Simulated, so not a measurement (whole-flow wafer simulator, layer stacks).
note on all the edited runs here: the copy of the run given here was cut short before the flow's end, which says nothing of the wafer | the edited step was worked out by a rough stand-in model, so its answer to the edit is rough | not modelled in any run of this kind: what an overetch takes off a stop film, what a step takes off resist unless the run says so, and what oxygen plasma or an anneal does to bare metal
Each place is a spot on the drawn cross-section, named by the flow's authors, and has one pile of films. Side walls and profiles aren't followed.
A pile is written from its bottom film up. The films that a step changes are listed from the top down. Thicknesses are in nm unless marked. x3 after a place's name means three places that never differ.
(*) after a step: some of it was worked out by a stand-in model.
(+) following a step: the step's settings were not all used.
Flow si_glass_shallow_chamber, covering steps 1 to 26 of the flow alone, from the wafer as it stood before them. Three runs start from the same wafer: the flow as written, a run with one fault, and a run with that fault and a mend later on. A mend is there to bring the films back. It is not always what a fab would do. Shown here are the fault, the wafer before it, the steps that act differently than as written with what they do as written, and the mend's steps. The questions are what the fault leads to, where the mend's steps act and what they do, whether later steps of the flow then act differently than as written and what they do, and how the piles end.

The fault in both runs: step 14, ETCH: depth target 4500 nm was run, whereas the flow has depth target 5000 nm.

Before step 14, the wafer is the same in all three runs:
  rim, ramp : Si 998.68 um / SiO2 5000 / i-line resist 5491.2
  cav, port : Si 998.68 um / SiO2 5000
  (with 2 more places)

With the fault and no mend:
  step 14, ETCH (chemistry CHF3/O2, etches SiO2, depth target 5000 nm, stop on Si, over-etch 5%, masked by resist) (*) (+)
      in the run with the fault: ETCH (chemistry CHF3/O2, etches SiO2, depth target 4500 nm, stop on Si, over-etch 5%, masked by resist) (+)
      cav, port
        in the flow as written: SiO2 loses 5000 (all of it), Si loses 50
        in the run with the fault: SiO2 loses 4725
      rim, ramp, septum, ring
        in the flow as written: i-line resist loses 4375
        in the run with the fault: i-line resist loses 3937.5
  Steps further on in the flow that do not act as written (2 other steps are not shown; they differ only slightly, by no more than 2% or 0.5 nm, whichever is larger):
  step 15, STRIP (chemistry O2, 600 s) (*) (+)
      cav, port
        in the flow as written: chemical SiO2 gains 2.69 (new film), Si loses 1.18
        in the run with the fault: nothing
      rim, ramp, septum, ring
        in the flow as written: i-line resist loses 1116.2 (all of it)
        in the run with the fault: i-line resist loses 1553.7 (all of it)
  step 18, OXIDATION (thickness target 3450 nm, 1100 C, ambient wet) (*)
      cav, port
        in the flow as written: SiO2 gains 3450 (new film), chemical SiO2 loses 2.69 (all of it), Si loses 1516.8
        in the run with the fault: SiO2 gains 3192.7, Si loses 1404.8
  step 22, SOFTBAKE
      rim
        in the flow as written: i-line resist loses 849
        in the run with the fault: i-line resist loses 817.4
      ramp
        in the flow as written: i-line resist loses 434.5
        in the run with the fault: i-line resist loses 412.8
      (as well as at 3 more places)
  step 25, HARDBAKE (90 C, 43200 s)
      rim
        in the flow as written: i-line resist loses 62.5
        in the run with the fault: i-line resist loses 65.8
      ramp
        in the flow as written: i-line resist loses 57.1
        in the run with the fault: i-line resist loses 60.7
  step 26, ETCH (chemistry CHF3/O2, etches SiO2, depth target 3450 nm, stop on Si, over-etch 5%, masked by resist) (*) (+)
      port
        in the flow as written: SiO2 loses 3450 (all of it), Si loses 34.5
        in the run with the fault: SiO2 loses 3467.7 (all of it), Si loses 31
  The piles end different from the flow's at rim, ramp by more than 2% or 0.5 nm, whichever is larger.
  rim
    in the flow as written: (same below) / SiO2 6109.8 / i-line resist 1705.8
    in the run with the fault: (same below) / SiO2 6109.8 / i-line resist 1796.4
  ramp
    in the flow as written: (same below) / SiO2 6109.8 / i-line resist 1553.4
    in the run with the fault: (same below) / SiO2 6109.8 / i-line resist 1657.6

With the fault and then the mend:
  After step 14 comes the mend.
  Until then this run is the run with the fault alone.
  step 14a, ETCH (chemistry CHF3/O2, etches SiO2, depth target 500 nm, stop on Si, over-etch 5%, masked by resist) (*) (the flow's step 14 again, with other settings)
      rim, ramp, septum, ring
        i-line resist loses 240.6
      cav, port
        SiO2 loses 275 (all of it), Si loses 50
  Steps further on in the flow that do not act as written:
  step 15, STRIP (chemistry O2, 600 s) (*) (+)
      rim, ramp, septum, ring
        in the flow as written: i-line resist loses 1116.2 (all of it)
        in the run with the mend: i-line resist loses 1313 (all of it)
  The piles end the same as the flow's at every place that both follow.
